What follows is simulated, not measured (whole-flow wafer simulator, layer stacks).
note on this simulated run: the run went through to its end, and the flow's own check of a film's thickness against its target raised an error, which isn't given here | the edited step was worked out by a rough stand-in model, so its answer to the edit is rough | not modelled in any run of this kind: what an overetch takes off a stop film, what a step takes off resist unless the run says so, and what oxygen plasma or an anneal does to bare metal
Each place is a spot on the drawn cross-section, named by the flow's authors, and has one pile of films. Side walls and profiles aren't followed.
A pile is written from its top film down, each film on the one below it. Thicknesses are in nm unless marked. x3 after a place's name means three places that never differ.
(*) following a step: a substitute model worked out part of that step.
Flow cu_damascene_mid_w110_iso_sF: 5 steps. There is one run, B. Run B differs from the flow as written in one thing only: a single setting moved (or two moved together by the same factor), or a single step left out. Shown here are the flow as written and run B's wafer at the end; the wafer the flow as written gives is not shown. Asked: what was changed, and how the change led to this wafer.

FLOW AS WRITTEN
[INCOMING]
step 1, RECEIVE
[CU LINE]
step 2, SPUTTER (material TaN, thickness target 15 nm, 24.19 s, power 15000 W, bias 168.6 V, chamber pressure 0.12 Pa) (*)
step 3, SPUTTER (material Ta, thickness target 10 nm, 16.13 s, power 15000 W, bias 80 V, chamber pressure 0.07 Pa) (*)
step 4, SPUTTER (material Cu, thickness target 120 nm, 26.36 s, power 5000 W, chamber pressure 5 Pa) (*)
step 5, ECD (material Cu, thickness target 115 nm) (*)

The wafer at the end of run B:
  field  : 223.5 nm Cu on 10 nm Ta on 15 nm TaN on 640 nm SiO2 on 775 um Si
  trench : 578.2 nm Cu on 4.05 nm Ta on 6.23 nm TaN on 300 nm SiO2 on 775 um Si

Cause: step 5, ECD: thickness target 103.5 nm was run, while the flow as written has thickness target 115 nm.

The path from the change to this, step by step:
  step 5, ECD (material Cu, thickness target 115 nm) (*)
      field: +103.5 Cu (in the flow as written it would be: +115 Cu)
      trench: +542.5 Cu (in the flow as written it would be: +554 Cu)
